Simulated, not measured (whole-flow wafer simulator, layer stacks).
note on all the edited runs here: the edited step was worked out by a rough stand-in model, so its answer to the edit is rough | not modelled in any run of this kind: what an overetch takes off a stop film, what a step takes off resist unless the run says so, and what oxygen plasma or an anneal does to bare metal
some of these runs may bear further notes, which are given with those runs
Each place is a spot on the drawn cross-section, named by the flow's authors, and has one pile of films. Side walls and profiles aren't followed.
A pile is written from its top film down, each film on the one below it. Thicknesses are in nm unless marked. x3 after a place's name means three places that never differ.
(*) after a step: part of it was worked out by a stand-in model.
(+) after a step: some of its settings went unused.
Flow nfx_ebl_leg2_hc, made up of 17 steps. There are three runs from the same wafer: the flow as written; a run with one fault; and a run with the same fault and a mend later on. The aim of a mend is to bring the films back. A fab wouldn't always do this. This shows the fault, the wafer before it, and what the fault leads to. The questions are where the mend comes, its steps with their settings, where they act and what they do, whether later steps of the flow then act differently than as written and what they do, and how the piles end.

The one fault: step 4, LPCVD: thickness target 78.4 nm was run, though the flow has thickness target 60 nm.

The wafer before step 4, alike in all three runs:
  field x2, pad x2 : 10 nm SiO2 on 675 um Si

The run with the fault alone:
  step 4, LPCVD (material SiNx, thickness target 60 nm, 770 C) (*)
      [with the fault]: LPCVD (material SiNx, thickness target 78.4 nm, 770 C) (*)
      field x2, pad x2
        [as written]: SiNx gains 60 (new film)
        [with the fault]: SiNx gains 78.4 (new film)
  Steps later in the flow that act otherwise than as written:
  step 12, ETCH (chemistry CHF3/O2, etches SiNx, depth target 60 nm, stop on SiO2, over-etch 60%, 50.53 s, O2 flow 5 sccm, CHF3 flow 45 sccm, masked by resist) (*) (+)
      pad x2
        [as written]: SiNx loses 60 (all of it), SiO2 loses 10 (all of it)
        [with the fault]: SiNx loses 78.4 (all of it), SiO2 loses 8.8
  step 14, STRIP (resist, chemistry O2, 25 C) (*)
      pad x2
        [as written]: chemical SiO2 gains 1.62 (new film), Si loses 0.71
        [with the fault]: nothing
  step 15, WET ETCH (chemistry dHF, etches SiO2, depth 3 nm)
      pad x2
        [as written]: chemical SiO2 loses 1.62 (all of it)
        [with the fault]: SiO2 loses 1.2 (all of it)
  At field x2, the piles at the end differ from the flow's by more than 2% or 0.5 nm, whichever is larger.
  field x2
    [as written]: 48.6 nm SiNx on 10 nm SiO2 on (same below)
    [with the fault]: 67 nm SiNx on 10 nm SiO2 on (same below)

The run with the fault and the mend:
  After step 5 comes the mend.
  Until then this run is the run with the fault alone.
  step 5a, ETCH (chemistry h3po4, depth target 90.16 nm)
      field x2, pad x2
        SiNx loses 78.4 (all of it)
  step 5b, CLEAN (chemistry SC1/SC2) (a further turn of the flow's step 2)
      leaves every film unchanged at each place that is followed
  step 5c, LPCVD (material SiNx, thickness target 60 nm, 770 C) (*) (a further turn of the flow's step 4)
      field x2, pad x2
        SiNx gains 60 (new film)
  Every later step of the flow that is run acts as written at every place that is followed.
  By the end, the piles equal the flow's at every place that both follow.
